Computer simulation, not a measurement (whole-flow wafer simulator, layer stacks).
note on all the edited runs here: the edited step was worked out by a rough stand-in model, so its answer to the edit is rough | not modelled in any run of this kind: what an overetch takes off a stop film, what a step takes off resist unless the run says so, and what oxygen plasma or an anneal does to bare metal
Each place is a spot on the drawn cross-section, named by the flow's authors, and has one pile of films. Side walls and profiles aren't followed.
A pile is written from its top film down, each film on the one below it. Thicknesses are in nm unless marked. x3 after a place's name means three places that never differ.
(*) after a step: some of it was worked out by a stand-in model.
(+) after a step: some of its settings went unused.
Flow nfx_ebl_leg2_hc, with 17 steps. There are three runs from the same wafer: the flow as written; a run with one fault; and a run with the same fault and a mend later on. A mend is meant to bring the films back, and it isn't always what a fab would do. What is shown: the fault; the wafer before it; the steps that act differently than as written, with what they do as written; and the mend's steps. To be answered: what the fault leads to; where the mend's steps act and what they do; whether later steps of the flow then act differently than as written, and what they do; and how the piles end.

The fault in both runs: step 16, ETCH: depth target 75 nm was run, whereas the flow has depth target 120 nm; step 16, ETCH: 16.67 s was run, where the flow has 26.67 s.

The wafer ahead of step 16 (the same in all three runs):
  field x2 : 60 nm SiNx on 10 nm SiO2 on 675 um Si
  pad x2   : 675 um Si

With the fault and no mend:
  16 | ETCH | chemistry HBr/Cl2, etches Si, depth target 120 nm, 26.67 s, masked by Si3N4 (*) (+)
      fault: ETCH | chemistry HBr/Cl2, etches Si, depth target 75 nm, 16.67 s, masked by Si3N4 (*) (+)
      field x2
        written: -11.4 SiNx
        fault: -7.14 SiNx
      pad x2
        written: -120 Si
        fault: -75 Si
  Every later step of the flow that is run acts as written at every place that is followed.
  By the end, the piles at field x2 depart from the flow's by more than 2% or 0.5 nm, whichever is larger.
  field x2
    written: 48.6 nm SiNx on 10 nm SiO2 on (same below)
    fault: 52.9 nm SiNx on 10 nm SiO2 on (same below)

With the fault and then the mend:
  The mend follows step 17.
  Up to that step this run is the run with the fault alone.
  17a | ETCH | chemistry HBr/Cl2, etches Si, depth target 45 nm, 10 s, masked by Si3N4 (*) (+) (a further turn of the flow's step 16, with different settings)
      field x2
        -4.29 SiNx
      pad x2
        -45 Si
  Every later step of the flow that is run acts as written at every place that is followed.
  By the end, the piles equal the flow's at every place that both follow.
